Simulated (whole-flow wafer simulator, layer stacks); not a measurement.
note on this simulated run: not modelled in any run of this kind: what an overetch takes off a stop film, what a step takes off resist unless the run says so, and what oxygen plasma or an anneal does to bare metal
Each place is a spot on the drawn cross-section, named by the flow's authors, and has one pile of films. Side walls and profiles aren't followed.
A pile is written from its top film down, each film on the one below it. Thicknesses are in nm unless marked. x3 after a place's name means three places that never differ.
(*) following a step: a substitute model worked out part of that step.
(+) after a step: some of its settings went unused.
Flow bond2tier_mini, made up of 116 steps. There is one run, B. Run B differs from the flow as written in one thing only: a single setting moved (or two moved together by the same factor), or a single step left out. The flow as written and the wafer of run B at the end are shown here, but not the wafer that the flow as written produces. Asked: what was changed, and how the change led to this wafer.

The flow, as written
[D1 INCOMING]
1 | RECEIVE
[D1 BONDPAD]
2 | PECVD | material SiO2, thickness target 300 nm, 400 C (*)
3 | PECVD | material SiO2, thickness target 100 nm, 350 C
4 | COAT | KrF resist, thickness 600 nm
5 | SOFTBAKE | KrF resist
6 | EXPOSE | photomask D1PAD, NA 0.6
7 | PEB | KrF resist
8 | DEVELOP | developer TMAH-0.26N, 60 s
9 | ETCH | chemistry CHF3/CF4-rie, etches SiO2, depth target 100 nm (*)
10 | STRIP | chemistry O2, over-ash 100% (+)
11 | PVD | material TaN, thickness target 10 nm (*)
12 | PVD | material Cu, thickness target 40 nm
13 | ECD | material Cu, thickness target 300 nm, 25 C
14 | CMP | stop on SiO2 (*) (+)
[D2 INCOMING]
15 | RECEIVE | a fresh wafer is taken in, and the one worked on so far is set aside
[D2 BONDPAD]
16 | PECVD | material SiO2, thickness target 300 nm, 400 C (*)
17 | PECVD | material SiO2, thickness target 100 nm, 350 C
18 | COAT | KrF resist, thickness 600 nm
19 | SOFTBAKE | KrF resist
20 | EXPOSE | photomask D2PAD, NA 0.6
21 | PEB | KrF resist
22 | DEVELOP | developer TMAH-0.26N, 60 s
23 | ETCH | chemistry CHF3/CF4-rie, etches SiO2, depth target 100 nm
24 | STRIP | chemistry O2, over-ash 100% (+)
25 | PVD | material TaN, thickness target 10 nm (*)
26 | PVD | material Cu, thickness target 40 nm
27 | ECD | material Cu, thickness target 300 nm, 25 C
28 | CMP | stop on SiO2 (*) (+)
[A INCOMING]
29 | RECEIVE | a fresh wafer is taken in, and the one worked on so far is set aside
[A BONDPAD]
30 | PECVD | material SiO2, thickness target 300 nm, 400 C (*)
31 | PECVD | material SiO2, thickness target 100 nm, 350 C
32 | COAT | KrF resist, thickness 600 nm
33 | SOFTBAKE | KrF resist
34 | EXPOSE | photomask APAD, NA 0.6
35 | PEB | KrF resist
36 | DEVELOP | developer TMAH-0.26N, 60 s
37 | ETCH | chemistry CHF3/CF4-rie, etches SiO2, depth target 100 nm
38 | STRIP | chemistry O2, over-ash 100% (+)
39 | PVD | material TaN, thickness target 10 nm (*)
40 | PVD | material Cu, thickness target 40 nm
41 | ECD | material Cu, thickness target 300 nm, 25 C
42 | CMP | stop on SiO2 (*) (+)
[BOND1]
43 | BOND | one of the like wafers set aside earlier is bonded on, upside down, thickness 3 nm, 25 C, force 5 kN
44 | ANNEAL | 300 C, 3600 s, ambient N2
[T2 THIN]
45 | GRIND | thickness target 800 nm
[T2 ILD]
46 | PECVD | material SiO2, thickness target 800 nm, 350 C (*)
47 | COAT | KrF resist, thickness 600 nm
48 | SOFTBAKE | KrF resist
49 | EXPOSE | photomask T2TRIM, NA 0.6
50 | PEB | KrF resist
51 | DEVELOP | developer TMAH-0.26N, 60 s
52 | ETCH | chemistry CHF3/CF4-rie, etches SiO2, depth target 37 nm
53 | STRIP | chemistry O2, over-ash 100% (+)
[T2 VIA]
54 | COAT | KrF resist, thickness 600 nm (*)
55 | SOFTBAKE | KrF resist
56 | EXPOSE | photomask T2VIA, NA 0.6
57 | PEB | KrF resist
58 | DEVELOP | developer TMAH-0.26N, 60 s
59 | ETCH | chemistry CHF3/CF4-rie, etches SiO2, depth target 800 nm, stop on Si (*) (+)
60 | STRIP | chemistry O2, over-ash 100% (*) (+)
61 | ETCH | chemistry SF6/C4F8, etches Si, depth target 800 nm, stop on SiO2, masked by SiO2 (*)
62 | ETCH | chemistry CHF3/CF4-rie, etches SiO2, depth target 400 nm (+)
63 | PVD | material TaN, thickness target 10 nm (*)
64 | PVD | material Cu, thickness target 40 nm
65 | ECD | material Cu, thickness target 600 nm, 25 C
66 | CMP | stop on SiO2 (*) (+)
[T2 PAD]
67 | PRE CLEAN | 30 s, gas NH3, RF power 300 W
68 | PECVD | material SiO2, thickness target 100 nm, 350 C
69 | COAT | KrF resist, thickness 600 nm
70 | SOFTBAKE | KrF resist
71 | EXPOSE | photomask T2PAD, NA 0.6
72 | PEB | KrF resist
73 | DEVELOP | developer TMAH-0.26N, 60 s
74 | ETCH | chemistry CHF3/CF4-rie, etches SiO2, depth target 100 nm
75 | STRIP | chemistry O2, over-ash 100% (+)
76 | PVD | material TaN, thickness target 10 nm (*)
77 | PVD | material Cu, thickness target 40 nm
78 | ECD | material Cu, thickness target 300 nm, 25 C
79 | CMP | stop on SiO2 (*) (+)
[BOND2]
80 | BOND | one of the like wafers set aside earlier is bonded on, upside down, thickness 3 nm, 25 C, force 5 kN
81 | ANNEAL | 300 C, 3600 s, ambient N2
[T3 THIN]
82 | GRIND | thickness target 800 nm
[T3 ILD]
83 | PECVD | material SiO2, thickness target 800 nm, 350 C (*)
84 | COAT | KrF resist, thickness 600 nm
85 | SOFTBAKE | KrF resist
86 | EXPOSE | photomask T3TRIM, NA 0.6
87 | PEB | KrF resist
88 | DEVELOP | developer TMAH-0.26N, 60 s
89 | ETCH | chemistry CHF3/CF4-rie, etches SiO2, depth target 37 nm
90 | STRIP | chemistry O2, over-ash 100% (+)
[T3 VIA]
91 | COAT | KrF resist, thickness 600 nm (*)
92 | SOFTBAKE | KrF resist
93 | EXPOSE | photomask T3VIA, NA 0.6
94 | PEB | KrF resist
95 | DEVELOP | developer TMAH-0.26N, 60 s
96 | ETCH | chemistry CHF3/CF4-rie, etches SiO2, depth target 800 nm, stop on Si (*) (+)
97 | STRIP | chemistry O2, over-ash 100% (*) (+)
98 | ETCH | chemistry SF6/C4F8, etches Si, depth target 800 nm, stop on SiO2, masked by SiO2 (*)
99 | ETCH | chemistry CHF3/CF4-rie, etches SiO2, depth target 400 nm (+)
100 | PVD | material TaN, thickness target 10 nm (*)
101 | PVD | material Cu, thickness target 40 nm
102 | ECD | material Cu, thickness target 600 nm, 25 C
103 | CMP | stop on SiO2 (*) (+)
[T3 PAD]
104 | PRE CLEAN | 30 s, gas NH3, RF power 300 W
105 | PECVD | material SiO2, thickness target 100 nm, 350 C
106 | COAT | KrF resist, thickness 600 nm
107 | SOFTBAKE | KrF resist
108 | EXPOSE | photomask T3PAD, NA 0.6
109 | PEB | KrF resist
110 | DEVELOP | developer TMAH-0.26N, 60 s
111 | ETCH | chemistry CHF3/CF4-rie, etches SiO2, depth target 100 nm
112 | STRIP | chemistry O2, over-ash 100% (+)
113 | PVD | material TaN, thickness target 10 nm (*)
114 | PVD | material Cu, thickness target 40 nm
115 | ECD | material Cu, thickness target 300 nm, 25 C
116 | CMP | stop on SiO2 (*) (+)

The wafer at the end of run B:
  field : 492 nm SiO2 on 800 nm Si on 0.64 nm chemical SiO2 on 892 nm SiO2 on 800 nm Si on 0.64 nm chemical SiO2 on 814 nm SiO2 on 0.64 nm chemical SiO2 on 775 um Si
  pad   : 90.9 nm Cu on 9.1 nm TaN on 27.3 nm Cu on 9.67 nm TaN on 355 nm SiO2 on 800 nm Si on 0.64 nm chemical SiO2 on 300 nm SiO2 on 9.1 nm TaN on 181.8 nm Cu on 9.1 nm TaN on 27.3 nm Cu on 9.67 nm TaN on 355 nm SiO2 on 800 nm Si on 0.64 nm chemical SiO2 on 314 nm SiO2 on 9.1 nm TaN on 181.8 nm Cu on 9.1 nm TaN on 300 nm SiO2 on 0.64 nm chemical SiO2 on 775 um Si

The reason: step 3, PECVD: thickness target 114 nm was run, while the flow as written has thickness target 100 nm.

The path from the change to this, step by step:
  3 | PECVD | material SiO2, thickness target 100 nm, 350 C
      field, pad, via: SiO2 gains 114 (it would be, as written: SiO2 gains 100)
  43 | BOND | one of the like wafers set aside earlier is bonded on, upside down, thickness 3 nm, 25 C, force 5 kN
      field: Si gains 775 um (new film), chemical SiO2 gains 0.64 (new film), SiO2 gains 414 (it would be, as written: Si gains 775 um (new film), chemical SiO2 gains 0.64 (new film), SiO2 gains 400)
      pad: Si gains 775 um (new film), chemical SiO2 gains 0.64 (new film), SiO2 gains 314 (new film), TaN gains 9.1 (new film), Cu gains 90.9 (it would be, as written: Si gains 775 um (new film), chemical SiO2 gains 0.64 (new film), SiO2 gains 300 (new film), TaN gains 9.1 (new film), Cu gains 90.9)
      (and at 1 other place as well)
